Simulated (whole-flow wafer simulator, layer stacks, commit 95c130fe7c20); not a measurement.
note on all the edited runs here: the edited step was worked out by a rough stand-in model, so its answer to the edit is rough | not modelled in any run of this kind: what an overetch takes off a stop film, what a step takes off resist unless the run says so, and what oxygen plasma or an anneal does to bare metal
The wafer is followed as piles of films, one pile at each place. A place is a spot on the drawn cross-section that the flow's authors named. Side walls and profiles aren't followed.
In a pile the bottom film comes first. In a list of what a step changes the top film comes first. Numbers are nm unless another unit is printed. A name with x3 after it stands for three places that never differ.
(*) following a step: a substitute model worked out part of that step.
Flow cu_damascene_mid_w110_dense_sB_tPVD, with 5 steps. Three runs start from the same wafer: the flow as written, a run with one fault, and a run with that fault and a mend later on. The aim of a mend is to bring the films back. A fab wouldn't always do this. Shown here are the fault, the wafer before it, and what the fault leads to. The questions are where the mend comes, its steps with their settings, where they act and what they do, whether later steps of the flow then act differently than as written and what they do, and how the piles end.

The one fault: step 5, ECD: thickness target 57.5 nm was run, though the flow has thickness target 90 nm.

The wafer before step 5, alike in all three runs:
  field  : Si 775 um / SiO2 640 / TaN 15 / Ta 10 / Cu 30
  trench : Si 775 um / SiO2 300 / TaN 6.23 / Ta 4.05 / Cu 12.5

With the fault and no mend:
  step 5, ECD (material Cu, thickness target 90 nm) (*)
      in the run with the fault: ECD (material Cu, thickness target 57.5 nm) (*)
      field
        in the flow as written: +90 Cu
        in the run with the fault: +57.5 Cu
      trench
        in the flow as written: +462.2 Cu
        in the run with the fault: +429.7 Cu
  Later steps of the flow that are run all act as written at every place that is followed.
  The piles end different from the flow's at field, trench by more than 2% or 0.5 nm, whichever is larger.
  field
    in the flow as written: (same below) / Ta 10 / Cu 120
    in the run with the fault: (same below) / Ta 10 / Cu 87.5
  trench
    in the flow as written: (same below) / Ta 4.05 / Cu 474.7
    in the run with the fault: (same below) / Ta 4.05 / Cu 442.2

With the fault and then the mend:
  The mend follows step 5.
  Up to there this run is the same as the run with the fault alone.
  step 5a, ECD (material Cu, thickness target 32.5 nm) (the flow's step 5 again, with other settings)
      field, trench
        +32.5 Cu
  Later steps of the flow that are run all act as written at every place that is followed.
  The piles end the same as the flow's at every place that both follow.
